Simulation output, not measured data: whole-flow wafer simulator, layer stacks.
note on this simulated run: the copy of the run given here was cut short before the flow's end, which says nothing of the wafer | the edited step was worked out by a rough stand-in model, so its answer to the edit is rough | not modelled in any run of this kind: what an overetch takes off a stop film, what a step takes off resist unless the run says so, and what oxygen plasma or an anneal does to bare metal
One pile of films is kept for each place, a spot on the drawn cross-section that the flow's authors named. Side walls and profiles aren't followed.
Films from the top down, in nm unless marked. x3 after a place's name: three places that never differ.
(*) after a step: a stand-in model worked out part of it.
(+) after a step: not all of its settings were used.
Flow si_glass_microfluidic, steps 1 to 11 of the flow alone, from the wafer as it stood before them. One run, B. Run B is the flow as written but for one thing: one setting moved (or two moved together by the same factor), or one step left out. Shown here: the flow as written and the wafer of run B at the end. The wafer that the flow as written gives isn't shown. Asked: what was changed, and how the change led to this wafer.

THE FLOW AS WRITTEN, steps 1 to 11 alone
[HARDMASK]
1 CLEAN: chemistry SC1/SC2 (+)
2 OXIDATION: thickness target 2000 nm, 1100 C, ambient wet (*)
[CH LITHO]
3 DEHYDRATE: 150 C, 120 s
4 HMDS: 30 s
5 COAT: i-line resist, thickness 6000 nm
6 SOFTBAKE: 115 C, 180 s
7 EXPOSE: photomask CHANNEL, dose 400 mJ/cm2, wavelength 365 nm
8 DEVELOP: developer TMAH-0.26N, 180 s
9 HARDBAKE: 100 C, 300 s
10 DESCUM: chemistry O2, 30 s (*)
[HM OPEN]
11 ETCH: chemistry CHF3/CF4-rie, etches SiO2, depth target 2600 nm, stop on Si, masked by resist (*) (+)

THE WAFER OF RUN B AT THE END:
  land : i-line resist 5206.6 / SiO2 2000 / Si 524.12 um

The cause: step 11, ETCH: depth target 2275 nm was run, where the flow has depth target 2600 nm.

How the change led to this, step by step:
  11 ETCH: chemistry CHF3/CF4-rie, etches SiO2, depth target 2600 nm, stop on Si, masked by resist (*) (+)
      land: i-line resist -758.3 (as written it would be: i-line resist -866.7)
